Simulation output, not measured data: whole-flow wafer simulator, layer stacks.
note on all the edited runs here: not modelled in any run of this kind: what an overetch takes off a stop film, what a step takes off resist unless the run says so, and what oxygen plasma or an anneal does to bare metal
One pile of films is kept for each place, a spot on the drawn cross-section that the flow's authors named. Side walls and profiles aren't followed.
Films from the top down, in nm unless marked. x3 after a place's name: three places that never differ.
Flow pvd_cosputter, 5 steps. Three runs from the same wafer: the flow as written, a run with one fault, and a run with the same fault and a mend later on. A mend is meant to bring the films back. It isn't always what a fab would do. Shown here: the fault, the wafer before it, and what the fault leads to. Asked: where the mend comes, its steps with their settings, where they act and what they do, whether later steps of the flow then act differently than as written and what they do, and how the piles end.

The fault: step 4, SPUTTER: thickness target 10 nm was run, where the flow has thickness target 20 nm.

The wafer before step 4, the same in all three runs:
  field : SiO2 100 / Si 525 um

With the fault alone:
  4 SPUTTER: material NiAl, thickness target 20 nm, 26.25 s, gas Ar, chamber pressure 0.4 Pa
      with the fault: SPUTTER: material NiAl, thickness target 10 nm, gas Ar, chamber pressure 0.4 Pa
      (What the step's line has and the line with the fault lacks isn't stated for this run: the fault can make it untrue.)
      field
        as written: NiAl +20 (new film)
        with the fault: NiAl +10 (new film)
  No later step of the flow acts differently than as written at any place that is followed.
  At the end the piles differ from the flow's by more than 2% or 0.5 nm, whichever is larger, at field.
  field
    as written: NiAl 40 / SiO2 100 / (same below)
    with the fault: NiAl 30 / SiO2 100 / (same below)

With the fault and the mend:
  The mend comes after step 4.
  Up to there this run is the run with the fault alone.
  4a SPUTTER: material NiAl, thickness target 10 nm, gas Ar, chamber pressure 0.4 Pa (the flow's step 4 once more, with other settings)
      field
        NiAl +10
  No later step of the flow acts differently than as written at any place that is followed.
  At the end the piles are the same as the flow's at every place that both follow.
